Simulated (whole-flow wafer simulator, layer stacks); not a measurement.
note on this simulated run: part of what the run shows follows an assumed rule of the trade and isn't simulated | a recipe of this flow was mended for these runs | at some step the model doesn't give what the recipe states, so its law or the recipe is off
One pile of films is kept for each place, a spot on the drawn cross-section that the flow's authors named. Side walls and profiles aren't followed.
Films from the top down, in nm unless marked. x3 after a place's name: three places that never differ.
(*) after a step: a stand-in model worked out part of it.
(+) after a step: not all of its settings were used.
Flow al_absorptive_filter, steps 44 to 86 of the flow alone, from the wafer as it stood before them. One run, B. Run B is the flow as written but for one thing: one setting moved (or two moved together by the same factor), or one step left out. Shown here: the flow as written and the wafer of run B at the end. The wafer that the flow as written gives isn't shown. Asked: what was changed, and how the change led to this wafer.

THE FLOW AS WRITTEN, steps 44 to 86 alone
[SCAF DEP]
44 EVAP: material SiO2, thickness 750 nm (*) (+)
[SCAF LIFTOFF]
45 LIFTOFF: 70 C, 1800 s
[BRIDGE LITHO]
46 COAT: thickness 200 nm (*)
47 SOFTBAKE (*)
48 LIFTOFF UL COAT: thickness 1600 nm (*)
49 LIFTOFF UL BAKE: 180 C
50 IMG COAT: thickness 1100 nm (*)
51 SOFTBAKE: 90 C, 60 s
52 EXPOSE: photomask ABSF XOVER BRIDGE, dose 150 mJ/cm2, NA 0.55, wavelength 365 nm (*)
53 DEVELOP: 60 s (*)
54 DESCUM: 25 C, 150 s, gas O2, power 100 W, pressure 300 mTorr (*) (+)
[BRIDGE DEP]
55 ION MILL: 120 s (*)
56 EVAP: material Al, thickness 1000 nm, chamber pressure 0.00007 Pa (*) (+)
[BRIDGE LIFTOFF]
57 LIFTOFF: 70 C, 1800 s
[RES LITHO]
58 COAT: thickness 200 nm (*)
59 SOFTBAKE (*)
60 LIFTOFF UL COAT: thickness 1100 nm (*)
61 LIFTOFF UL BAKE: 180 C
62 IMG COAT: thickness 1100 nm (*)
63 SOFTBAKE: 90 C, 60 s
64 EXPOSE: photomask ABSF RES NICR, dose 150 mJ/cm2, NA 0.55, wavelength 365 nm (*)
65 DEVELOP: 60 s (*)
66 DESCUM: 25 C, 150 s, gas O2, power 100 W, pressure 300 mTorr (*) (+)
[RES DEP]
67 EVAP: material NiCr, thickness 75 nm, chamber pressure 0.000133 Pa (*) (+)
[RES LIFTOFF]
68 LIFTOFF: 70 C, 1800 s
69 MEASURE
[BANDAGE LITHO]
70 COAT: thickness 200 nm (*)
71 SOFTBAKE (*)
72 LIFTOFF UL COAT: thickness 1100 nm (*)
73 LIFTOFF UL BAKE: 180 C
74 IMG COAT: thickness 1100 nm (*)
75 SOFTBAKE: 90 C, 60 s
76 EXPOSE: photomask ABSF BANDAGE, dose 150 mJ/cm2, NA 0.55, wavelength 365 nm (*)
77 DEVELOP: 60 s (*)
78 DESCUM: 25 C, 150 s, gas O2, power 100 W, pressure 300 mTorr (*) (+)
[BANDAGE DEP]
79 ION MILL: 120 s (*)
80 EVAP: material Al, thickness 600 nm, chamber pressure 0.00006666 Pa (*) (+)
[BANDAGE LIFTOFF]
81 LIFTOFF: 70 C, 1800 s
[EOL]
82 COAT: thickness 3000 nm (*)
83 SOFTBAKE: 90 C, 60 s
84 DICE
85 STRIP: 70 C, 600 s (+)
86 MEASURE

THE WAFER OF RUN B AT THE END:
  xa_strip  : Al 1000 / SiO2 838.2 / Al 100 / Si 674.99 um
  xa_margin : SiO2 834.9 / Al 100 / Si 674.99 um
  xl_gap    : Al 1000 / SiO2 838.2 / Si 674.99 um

The cause: step 44, EVAP: thickness 862.5 nm was run, where the flow has thickness 750 nm.

How the change led to this, step by step:
  44 EVAP: material SiO2, thickness 750 nm (*) (+)
      gnd, pad_far, pad_near and 10 more: SiO2 +862.5 (new film) (as written it would be: SiO2 +750 (new film))
      xa_margin: SiO2 +834.9 (new film) (as written it would be: SiO2 +726 (new film))
  45 LIFTOFF: 70 C, 1800 s
      gnd, xa_field, xl_land, idc_field: SiO2 -862.5 (all of it), i-line-resist -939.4 (all of it), lift-off-underlayer -1100 (all of it), acrylic-e-beam-resist -200 (all of it) (as written it would be: SiO2 -750 (all of it), i-line-resist -939.4 (all of it), lift-off-underlayer -1100 (all of it), acrylic-e-beam-resist -200 (all of it))
      pad_far: SiO2 -862.5 (all of it), i-line-resist -937 (all of it), lift-off-underlayer -1092.7 (all of it), acrylic-e-beam-resist -198.5 (all of it) (as written it would be: SiO2 -750 (all of it), i-line-resist -937 (all of it), lift-off-underlayer -1092.7 (all of it), acrylic-e-beam-resist -198.5 (all of it))
      (and at 5 more places)
  46 COAT: thickness 200 nm (*)
      xa_margin: acrylic-e-beam-resist +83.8 (new film) (as written it would be: acrylic-e-beam-resist +87.1 (new film))
      xa_strip: acrylic-e-beam-resist +147.4 (new film) (as written it would be: acrylic-e-beam-resist +156.7 (new film))
      (and at 2 more places)
  48 LIFTOFF UL COAT: thickness 1600 nm (*)
      xa_margin: lift-off-underlayer +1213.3 (new film) (as written it would be: lift-off-underlayer +1268 (new film))
      xa_strip: lift-off-underlayer +1174.5 (new film) (as written it would be: lift-off-underlayer +1219 (new film))
      (and at 2 more places)
  50 IMG COAT: thickness 1100 nm (*)
      xa_margin: i-line-resist +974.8 (new film) (as written it would be: i-line-resist +995.2 (new film))
      xa_strip: i-line-resist +936.1 (new film) (as written it would be: i-line-resist +962 (new film))
      (and at 1 more place)
  53 DEVELOP: 60 s (*)
      xa_strip: i-line-resist -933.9 (all of it), lift-off-underlayer -1174.5 (all of it) (as written it would be: i-line-resist -960.1 (all of it), lift-off-underlayer -1219 (all of it))
      xl_gap: i-line-resist -981 (all of it), lift-off-underlayer -1261.6 (all of it) (as written it would be: i-line-resist -1001.2 (all of it), lift-off-underlayer -1316.9 (all of it))
      (and at 1 more place)
  54 DESCUM: 25 C, 150 s, gas O2, power 100 W, pressure 300 mTorr (*) (+)
      xa_strip: acrylic-e-beam-resist -147.4 (all of it) (as written it would be: acrylic-e-beam-resist -156.7 (all of it))
      xl_gap: acrylic-e-beam-resist -90.8 (all of it) (as written it would be: acrylic-e-beam-resist -97.9 (all of it))
      (and at 1 more place)
  57 LIFTOFF: 70 C, 1800 s
      xa_margin: Al -1000 (all of it), i-line-resist -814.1 (all of it), lift-off-underlayer -1213.3 (all of it), acrylic-e-beam-resist -83.8 (all of it) (as written it would be: Al -1000 (all of it), i-line-resist -836.1 (all of it), lift-off-underlayer -1268 (all of it), acrylic-e-beam-resist -87.1 (all of it))
  58 COAT: thickness 200 nm (*)
      xa_margin: acrylic-e-beam-resist +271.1 (new film) (as written it would be: acrylic-e-beam-resist +288.1 (new film))
      xa_strip: acrylic-e-beam-resist +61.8 (new film) (as written it would be: acrylic-e-beam-resist +66.9 (new film))
      (and at 2 more places)
  60 LIFTOFF UL COAT: thickness 1100 nm (*)
      xa_margin: lift-off-underlayer +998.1 (new film) (as written it would be: lift-off-underlayer +1021 (new film))
      xa_strip: lift-off-underlayer +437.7 (new film) (as written it would be: lift-off-underlayer +459.8 (new film))
      (and at 2 more places)
  62 IMG COAT: thickness 1100 nm (*)
      xa_margin: i-line-resist +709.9 (new film) (as written it would be: i-line-resist +741.1 (new film))
      xa_strip: i-line-resist +536.4 (new film) (as written it would be: i-line-resist +577.9 (new film))
      (and at 2 more places)
  68 LIFTOFF: 70 C, 1800 s
      xa_margin: NiCr -75 (all of it), i-line-resist -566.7 (all of it), lift-off-underlayer -998.1 (all of it), acrylic-e-beam-resist -271.1 (all of it) (as written it would be: NiCr -75 (all of it), i-line-resist -598.1 (all of it), lift-off-underlayer -1021 (all of it), acrylic-e-beam-resist -288.1 (all of it))
      xa_strip: NiCr -75 (all of it), i-line-resist -392 (all of it), lift-off-underlayer -437.7 (all of it), acrylic-e-beam-resist -61.8 (all of it) (as written it would be: NiCr -75 (all of it), i-line-resist -433.3 (all of it), lift-off-underlayer -459.8 (all of it), acrylic-e-beam-resist -66.9 (all of it))
      (and at 2 more places)
  70 COAT: thickness 200 nm (*)
      xa_margin: acrylic-e-beam-resist +271.1 (new film) (as written it would be: acrylic-e-beam-resist +288.1 (new film))
      xa_strip: acrylic-e-beam-resist +61.8 (new film) (as written it would be: acrylic-e-beam-resist +66.9 (new film))
      (and at 2 more places)
  72 LIFTOFF UL COAT: thickness 1100 nm (*)
      xa_margin: lift-off-underlayer +998.1 (new film) (as written it would be: lift-off-underlayer +1021 (new film))
      xa_strip: lift-off-underlayer +437.7 (new film) (as written it would be: lift-off-underlayer +459.8 (new film))
      (and at 2 more places)
  74 IMG COAT: thickness 1100 nm (*)
      xa_margin: i-line-resist +709.9 (new film) (as written it would be: i-line-resist +741.1 (new film))
      xa_strip: i-line-resist +536.4 (new film) (as written it would be: i-line-resist +577.9 (new film))
      (and at 2 more places)
  81 LIFTOFF: 70 C, 1800 s
      xa_margin: Al -600 (all of it), i-line-resist -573 (all of it), lift-off-underlayer -998.1 (all of it), acrylic-e-beam-resist -271.1 (all of it) (as written it would be: Al -600 (all of it), i-line-resist -604.4 (all of it), lift-off-underlayer -1021 (all of it), acrylic-e-beam-resist -288.1 (all of it))
      xa_strip: Al -600 (all of it), i-line-resist -398.3 (all of it), lift-off-underlayer -437.7 (all of it), acrylic-e-beam-resist -61.8 (all of it) (as written it would be: Al -600 (all of it), i-line-resist -439.6 (all of it), lift-off-underlayer -459.8 (all of it), acrylic-e-beam-resist -66.9 (all of it))
      (and at 2 more places)
  ... 2 more steps ...
  85 STRIP: 70 C, 600 s (+)
      xa_margin: i-line-resist -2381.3 (all of it) (as written it would be: i-line-resist -2469.3 (all of it))
      xa_strip: i-line-resist -1387 (all of it) (as written it would be: i-line-resist -1477 (all of it))
      (and at 2 more places)
